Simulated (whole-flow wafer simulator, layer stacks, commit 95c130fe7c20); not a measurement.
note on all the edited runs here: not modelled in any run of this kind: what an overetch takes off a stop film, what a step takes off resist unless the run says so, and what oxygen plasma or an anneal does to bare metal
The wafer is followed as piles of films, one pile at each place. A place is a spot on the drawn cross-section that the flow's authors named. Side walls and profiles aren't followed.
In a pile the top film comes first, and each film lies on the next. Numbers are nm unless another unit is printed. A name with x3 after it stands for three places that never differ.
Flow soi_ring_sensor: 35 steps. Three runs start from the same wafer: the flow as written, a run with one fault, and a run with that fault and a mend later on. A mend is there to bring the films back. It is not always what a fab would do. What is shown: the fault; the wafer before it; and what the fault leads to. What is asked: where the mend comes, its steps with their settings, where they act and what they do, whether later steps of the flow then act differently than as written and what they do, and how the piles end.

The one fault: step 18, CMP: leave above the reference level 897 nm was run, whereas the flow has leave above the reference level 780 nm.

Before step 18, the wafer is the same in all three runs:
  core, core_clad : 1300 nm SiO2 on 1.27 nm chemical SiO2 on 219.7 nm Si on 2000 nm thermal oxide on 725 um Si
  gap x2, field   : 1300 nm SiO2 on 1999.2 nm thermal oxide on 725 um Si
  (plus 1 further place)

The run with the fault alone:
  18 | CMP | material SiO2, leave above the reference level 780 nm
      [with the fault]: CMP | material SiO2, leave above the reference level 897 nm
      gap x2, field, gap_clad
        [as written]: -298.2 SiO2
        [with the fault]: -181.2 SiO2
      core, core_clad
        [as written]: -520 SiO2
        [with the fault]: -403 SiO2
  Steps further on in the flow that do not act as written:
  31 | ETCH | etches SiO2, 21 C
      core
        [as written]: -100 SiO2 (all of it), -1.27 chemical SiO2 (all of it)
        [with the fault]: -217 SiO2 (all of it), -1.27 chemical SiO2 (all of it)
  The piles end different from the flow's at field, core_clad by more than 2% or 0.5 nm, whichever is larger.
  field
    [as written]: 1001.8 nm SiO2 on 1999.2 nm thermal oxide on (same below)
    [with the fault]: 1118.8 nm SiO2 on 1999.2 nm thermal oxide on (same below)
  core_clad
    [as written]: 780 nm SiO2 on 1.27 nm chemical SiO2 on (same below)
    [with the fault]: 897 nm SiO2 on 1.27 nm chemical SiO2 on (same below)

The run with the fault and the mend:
  The mend stands after step 19.
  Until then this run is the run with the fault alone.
  19a | CMP | material SiO2, leave above the reference level 780 nm (the flow's step 18 again)
      core, gap x2, field, core_clad, gap_clad
        -117 SiO2
  None of the later steps of the flow acts differently than as written at any place that is followed.
  The piles end the same as the flow's at every place that both follow.
